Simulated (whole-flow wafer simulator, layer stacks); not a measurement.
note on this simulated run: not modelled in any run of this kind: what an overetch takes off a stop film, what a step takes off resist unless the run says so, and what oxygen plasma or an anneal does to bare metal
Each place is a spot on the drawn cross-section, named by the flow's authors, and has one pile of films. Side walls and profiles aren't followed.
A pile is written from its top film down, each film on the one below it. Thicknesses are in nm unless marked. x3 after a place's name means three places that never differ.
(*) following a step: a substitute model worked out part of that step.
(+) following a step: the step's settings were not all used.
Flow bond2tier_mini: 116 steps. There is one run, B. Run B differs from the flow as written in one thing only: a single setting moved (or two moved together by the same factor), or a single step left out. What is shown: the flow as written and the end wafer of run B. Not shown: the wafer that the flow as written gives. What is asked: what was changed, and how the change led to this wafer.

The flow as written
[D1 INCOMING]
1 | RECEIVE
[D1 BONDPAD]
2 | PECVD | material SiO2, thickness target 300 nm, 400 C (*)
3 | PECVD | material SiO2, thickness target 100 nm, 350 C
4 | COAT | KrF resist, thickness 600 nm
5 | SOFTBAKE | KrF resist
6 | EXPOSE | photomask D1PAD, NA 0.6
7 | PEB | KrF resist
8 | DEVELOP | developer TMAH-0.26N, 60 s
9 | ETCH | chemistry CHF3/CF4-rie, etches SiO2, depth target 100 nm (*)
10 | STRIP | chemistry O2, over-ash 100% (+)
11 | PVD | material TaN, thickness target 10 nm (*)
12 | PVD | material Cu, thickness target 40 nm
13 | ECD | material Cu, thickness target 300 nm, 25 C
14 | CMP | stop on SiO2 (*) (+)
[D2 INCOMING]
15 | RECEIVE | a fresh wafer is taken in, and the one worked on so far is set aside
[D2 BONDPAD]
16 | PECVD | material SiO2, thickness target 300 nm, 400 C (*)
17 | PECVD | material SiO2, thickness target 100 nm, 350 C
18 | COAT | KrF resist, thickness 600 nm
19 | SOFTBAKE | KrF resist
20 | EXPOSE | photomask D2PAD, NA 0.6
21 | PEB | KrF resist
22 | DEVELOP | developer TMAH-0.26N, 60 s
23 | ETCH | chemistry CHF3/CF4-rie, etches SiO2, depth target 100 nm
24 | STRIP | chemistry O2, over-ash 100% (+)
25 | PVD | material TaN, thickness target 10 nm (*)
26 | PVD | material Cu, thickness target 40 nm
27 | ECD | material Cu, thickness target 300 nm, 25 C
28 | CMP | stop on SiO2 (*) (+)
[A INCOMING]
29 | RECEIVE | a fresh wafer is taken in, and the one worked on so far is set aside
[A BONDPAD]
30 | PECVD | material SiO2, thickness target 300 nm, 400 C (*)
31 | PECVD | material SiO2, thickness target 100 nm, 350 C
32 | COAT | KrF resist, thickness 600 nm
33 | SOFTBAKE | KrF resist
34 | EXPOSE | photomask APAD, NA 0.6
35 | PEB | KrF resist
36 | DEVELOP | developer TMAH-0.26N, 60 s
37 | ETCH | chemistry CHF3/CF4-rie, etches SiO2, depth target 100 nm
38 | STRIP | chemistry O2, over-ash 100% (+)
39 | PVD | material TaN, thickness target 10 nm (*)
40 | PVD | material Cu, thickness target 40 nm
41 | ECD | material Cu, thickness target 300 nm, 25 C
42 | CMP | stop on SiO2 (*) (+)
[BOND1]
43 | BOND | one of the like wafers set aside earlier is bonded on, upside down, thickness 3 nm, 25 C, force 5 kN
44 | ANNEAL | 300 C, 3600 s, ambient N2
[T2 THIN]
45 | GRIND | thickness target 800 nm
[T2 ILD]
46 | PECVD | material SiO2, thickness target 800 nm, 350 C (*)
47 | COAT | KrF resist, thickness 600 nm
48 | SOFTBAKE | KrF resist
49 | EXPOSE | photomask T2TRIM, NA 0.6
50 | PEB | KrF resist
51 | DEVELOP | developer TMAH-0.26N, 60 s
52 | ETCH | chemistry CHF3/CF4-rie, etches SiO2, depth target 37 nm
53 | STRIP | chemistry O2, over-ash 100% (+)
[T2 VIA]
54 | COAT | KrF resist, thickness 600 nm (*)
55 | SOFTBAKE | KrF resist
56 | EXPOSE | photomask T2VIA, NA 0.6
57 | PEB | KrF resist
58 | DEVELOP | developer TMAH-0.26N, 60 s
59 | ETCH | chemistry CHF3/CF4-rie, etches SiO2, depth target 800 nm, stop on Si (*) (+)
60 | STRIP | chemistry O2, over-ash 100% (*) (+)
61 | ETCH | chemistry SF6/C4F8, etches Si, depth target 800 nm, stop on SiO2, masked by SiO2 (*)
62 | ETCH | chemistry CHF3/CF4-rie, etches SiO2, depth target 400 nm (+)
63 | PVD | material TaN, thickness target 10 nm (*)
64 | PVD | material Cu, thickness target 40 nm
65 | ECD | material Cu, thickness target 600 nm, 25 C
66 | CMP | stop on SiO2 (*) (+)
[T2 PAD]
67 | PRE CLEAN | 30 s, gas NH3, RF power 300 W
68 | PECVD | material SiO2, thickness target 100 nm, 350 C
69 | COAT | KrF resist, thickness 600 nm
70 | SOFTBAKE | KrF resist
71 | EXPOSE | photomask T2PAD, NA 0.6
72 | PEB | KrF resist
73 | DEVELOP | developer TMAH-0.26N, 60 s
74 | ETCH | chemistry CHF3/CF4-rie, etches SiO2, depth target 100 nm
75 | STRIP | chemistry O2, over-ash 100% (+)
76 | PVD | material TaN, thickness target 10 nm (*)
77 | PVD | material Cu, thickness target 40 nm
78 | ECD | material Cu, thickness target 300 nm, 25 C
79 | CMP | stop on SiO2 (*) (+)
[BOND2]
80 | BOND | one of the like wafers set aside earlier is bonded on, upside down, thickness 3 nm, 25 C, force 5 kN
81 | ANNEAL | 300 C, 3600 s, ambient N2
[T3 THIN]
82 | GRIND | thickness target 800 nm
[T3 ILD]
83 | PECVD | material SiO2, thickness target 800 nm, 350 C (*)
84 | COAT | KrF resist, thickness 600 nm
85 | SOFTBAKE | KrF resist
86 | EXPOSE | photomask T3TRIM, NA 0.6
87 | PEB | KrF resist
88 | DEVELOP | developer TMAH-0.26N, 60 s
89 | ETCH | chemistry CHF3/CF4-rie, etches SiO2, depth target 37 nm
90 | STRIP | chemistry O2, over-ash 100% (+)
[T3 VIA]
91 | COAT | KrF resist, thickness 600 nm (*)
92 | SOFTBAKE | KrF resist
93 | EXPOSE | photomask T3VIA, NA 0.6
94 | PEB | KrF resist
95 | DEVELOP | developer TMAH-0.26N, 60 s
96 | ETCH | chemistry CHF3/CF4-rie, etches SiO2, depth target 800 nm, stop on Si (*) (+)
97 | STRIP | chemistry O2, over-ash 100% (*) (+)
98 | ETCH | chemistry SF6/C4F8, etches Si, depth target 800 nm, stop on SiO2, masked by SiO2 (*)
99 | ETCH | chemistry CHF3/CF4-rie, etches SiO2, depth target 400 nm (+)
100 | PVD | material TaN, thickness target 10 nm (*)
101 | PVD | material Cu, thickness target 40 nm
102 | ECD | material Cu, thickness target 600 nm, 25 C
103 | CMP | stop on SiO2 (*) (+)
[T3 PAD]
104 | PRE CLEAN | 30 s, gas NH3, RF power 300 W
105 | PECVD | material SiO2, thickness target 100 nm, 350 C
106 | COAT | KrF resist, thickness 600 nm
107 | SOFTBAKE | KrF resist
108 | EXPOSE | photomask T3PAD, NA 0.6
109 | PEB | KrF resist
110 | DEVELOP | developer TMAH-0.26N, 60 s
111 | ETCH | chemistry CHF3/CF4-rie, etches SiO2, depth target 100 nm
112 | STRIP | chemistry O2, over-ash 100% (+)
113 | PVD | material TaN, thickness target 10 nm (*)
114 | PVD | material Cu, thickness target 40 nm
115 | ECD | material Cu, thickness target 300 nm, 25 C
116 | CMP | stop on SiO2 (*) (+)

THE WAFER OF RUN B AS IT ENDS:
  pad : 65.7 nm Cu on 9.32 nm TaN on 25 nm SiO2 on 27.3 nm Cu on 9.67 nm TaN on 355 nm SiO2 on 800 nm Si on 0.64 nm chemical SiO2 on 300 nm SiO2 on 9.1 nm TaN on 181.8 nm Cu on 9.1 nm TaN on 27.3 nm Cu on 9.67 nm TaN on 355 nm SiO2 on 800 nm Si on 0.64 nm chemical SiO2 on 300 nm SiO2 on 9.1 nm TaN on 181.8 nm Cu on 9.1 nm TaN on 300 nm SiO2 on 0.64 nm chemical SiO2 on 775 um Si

What caused this: step 111, ETCH: depth target 75 nm was run, though the flow has depth target 100 nm.

The path from the change to this, step by step:
  111 | ETCH | chemistry CHF3/CF4-rie, etches SiO2, depth target 100 nm
      pad: SiO2 loses 75 (as written it would have been: SiO2 loses 100 (all of it))
      field: KrF resist loses 25 (as written it would have been: KrF resist loses 33.3)
  114 | PVD | material Cu, thickness target 40 nm
      pad: Cu gains 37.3 (new film) (as written it would have been: Cu gains 36.4 (new film))
  115 | ECD | material Cu, thickness target 300 nm, 25 C
      pad: Cu gains 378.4 (as written it would have been: Cu gains 404.5)
With metal films that touch counted as one body, pad has 4 bodies (between them, from the top down: SiO2 25; SiO2 355 / Si 800 / chemical SiO2 0.64 / SiO2 300; SiO2 355 / Si 800 / chemical SiO2 0.64 / SiO2 300); the flow as written gives 3 bodies (between them, from the top down: SiO2 355 / Si 800 / chemical SiO2 0.64 / SiO2 300; SiO2 355 / Si 800 / chemical SiO2 0.64 / SiO2 300).
